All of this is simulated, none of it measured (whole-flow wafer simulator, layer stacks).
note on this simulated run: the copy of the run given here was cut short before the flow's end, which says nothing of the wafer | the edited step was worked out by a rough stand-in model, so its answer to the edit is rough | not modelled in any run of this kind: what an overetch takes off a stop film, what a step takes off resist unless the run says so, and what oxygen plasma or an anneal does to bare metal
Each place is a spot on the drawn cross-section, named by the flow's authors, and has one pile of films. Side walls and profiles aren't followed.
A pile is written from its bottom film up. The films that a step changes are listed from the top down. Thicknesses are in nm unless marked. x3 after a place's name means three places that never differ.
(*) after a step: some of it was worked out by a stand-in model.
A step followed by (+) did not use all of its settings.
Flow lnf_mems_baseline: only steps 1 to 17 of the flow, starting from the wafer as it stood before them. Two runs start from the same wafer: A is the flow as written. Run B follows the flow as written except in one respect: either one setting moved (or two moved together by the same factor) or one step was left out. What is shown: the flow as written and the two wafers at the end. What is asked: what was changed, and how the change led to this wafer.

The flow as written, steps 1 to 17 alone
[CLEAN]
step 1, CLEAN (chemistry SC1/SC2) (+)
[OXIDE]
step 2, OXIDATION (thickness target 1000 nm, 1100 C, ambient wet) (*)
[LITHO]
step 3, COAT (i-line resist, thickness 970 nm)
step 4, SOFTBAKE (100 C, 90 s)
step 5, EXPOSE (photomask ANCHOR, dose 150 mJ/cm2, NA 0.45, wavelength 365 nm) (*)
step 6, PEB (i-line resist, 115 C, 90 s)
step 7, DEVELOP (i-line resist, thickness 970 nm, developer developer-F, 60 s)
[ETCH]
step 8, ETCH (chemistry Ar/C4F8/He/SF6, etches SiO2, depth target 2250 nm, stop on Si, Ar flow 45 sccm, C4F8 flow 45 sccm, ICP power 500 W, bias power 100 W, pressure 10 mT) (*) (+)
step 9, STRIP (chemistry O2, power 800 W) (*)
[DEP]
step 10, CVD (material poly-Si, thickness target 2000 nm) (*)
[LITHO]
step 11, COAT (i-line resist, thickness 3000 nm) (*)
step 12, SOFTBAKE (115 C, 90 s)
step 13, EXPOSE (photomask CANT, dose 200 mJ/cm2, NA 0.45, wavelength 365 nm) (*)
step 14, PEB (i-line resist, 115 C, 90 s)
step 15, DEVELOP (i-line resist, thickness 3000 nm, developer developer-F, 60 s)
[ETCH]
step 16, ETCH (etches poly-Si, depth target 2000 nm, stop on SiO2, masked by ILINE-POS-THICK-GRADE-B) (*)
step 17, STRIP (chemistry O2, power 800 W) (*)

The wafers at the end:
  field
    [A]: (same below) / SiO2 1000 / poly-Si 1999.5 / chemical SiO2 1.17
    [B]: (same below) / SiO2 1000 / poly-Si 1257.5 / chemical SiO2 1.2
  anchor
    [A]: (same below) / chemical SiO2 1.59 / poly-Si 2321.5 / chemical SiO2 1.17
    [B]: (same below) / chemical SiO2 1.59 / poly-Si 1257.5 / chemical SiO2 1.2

The reason: step 10, CVD: thickness target 1258 nm was run, whereas the flow has thickness target 2000 nm.

How this came from the change, step by step:
  step 10, CVD (material poly-Si, thickness target 2000 nm) (*)
      field, beam, trench, char_slit: A +2000 poly-Si (new film) | B +1258 poly-Si (new film)
      anchor: A +2322 poly-Si (new film) | B +1258 poly-Si (new film)
  step 11, COAT (i-line resist, thickness 3000 nm) (*)
      anchor: A +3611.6 i-line resist (new film) | B +3893.5 i-line resist (new film)
  step 12, SOFTBAKE (115 C, 90 s)
      field: A -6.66 i-line resist | B -10.8 i-line resist
      anchor: A +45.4 i-line resist | B +72.9 i-line resist
      (also at 2 further places)
  step 14, PEB (i-line resist, 115 C, 90 s)
      anchor: A -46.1 i-line resist | B -51.7 i-line resist
  step 16, ETCH (etches poly-Si, depth target 2000 nm, stop on SiO2, masked by ILINE-POS-THICK-GRADE-B) (*)
      field, anchor, beam: A -25 i-line resist | B -23.6 i-line resist
      trench, char_slit: A -2000 poly-Si (all of it) | B -1258 poly-Si (all of it)
  step 17, STRIP (chemistry O2, power 800 W) (*)
      anchor: A +1.17 chemical SiO2 (new film), -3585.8 i-line resist (all of it), -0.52 poly-Si | B +1.2 chemical SiO2 (new film), -3891 i-line resist (all of it), -0.53 poly-Si
